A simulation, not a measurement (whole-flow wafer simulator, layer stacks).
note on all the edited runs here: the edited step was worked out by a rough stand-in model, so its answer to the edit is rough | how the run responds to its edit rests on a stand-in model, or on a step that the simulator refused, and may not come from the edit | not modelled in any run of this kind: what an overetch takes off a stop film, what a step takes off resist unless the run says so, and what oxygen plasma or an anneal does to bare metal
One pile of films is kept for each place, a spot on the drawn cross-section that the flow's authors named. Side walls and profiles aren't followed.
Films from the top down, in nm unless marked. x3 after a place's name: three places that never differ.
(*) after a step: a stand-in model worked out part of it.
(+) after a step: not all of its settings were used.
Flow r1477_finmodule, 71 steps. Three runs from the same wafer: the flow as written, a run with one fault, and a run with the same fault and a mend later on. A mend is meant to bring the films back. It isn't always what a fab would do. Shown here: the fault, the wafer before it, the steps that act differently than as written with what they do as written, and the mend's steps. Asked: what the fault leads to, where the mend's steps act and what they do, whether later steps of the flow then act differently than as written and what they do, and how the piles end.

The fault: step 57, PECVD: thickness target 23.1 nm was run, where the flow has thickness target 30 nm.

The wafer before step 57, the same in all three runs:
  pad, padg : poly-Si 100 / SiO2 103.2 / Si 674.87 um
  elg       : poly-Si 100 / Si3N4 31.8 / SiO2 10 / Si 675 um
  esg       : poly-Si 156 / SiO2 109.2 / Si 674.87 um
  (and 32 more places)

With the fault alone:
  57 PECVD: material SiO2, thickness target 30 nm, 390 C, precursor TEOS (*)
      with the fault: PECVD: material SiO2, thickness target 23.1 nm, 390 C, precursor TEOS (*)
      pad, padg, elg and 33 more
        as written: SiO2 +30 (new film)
        with the fault: SiO2 +23.1 (new film)
  Later steps of the flow that act differently than as written (3 more steps differ only slightly, by at most 2% or 0.5 nm, whichever is larger, and aren't shown):
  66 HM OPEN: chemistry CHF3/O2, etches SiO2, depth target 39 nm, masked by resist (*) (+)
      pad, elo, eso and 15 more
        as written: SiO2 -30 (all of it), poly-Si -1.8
        with the fault: SiO2 -23.1 (all of it), poly-Si -2.31
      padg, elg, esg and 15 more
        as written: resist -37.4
        with the fault: resist -33.2
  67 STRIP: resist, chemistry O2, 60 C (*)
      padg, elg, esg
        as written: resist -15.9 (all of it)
        with the fault: resist -20.1 (all of it)
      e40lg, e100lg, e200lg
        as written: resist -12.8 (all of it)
        with the fault: resist -16.9 (all of it)
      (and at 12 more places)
  At the end the piles differ from the flow's by more than 2% or 0.5 nm, whichever is larger, at padg, elg, esg and 15 more.
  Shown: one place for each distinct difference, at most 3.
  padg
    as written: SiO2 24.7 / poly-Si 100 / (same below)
    with the fault: SiO2 17.8 / poly-Si 100 / (same below)
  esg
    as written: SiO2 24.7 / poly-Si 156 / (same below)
    with the fault: SiO2 17.8 / poly-Si 156 / (same below)
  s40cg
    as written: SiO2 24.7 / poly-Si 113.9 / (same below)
    with the fault: SiO2 17.8 / poly-Si 113.9 / (same below)

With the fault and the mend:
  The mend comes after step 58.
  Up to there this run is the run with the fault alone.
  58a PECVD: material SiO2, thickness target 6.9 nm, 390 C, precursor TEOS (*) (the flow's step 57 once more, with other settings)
      pad, padg, elg and 33 more
        SiO2 +6.9
  No later step of the flow acts differently than as written at any place that is followed.
  At the end the piles are the same as the flow's at every place that both follow.
